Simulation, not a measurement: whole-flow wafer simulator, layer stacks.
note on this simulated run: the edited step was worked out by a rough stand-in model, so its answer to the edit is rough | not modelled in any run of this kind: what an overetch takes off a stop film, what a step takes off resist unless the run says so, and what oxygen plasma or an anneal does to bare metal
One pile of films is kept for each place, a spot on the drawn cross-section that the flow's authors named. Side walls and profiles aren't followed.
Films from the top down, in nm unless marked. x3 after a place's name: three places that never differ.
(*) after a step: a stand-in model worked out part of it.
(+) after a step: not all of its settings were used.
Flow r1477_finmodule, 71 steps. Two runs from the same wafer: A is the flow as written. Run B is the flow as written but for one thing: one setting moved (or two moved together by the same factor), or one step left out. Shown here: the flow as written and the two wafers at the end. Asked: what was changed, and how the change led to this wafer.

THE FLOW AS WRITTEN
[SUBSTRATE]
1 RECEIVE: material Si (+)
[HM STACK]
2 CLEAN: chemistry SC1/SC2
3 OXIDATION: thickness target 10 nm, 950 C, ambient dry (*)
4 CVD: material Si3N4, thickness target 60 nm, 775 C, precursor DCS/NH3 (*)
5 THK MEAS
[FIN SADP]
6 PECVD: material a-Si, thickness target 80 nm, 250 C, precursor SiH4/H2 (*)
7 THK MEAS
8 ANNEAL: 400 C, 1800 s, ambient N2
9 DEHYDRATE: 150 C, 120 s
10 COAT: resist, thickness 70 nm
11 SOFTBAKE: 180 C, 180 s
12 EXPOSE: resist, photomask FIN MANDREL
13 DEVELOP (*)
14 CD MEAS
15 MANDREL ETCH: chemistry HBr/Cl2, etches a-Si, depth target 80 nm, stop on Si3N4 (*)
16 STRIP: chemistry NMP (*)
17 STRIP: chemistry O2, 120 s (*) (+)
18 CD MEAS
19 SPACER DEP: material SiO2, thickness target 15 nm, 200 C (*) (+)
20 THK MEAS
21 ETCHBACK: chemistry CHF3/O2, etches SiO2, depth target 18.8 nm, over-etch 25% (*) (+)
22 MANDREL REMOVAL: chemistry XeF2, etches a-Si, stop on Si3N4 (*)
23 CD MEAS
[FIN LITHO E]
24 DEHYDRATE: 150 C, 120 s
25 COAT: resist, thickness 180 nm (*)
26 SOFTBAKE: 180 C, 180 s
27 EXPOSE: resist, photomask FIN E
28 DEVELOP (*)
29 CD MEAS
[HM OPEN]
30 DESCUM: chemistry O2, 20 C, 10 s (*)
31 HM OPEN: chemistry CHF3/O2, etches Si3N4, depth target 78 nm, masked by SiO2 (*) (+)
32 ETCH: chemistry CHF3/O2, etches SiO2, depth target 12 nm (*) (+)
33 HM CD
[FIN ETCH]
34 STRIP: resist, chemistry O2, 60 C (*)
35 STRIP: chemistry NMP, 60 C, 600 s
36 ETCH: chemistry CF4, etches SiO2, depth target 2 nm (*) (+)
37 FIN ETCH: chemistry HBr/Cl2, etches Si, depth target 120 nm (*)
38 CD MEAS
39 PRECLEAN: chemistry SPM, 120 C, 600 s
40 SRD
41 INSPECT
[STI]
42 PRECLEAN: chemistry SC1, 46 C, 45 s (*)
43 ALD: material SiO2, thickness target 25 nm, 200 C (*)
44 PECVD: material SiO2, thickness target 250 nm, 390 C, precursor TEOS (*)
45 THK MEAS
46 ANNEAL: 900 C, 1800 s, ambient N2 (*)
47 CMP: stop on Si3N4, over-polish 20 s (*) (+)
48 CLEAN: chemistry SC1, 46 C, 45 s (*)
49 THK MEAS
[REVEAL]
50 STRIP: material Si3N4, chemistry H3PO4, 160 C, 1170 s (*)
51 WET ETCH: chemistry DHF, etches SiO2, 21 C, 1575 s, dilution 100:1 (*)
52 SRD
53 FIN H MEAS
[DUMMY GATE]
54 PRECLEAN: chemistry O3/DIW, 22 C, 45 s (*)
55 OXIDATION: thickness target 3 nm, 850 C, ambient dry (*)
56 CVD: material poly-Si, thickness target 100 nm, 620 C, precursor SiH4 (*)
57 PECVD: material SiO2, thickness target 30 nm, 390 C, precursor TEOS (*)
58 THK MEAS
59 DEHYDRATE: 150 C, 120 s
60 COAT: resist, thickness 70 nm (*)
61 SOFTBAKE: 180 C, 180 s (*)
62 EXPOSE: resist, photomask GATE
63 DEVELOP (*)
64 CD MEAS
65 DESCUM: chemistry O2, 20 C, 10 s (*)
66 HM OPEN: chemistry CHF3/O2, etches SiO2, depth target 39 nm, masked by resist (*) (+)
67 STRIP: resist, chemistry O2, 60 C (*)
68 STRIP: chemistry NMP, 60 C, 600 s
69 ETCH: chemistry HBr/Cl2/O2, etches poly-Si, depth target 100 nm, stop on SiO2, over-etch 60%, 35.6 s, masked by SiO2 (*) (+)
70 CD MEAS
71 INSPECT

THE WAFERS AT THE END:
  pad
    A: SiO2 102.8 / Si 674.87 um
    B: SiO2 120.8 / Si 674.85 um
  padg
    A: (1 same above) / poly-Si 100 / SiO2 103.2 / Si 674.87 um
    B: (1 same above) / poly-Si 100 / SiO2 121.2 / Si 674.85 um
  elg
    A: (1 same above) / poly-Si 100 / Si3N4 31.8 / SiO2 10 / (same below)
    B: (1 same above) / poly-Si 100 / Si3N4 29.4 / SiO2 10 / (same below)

The cause: step 37, FIN ETCH: depth target 138 nm was run, where the flow has depth target 120 nm.

How the change led to this, step by step:
  37 FIN ETCH: chemistry HBr/Cl2, etches Si, depth target 120 nm (*)
      pad, padg, esg and 19 more: A Si -120 | B Si -138
      elg, e40lg, e100lg, e200lg, elo, e40lo, e100lo, e200lo: A Si3N4 -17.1 | B Si3N4 -19.7
      (and at 6 more places)
  43 ALD: material SiO2, thickness target 25 nm, 200 C (*)
      s40cg, s45cg, s50cg, s40co, s45co, s50co: A SiO2 +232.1 (new film) | B SiO2 +248.7 (new film)
      esg: A SiO2 +194.3 (new film) | B SiO2 +209.7 (new film)
  47 CMP: stop on Si3N4, over-polish 20 s (*) (+)
      pad, padg, e40sg and 11 more: A SiO2 -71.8 | B SiO2 -53.8
      eso: A SiO2 -72.4 | B SiO2 -54.4
  51 WET ETCH: chemistry DHF, etches SiO2, 21 C, 1575 s, dilution 100:1 (*)
      elg, e40lg, e100lg, e200lg, elo, e40lo, e100lo, e200lo: A SiO2 -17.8 (all of it), Si3N4 -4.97 | B SiO2 -20.4 (all of it), Si3N4 -4.76
  67 STRIP: resist, chemistry O2, 60 C (*)
      e40sg: A resist -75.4 (all of it) | B resist -73.1 (all of it)
      e100sg: A resist -75.3 (all of it) | B resist -73.1 (all of it)
      (and at 1 more place)
